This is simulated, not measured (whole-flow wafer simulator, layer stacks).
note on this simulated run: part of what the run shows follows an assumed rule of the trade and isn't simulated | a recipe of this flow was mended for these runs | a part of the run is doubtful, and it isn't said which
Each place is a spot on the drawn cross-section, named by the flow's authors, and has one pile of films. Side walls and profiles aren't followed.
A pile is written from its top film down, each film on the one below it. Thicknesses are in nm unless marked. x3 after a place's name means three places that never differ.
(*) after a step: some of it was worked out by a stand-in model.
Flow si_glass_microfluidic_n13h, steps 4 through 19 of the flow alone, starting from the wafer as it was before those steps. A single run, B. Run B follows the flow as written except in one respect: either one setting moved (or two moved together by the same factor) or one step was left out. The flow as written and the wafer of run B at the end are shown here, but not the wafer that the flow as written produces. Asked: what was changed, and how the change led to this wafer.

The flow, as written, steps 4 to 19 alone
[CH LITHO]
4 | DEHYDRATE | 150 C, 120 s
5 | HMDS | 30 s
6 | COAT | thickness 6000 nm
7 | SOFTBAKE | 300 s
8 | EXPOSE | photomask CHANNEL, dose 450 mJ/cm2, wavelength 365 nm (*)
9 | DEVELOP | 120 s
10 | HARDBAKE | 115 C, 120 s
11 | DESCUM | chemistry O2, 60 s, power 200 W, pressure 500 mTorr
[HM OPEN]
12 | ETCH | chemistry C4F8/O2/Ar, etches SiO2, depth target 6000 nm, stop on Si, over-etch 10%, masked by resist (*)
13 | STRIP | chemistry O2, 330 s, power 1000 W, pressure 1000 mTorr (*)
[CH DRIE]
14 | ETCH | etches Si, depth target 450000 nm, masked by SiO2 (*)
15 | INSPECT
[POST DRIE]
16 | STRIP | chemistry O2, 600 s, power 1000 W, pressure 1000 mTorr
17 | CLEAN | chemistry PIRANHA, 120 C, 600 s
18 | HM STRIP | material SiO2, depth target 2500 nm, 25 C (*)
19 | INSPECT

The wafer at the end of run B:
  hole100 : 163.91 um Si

What caused this: step 12, ETCH: depth target 5000 nm was run, whereas the flow has depth target 6000 nm.

Step by step, how the change led to this:
  12 | ETCH | chemistry C4F8/O2/Ar, etches SiO2, depth target 6000 nm, stop on Si, over-etch 10%, masked by resist (*)
      hole100: -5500 SiO2 (in the flow as written it would be: -6000 SiO2 (all of it), -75 Si)
      land: -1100 thick-i-line-resist (in the flow as written it would be: -1320 thick-i-line-resist)
  13 | STRIP | chemistry O2, 330 s, power 1000 W, pressure 1000 mTorr (*)
      hole100: nothing (in the flow as written it would be: +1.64 chemical SiO2 (new film), -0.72 Si)
      land: -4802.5 thick-i-line-resist (all of it) (in the flow as written it would be: -4582.5 thick-i-line-resist (all of it))
  14 | ETCH | etches Si, depth target 450000 nm, masked by SiO2 (*)
      hole100: -500 SiO2 (all of it), -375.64 um Si (in the flow as written it would be: -1.64 chemical SiO2 (all of it), -450.64 um Si)
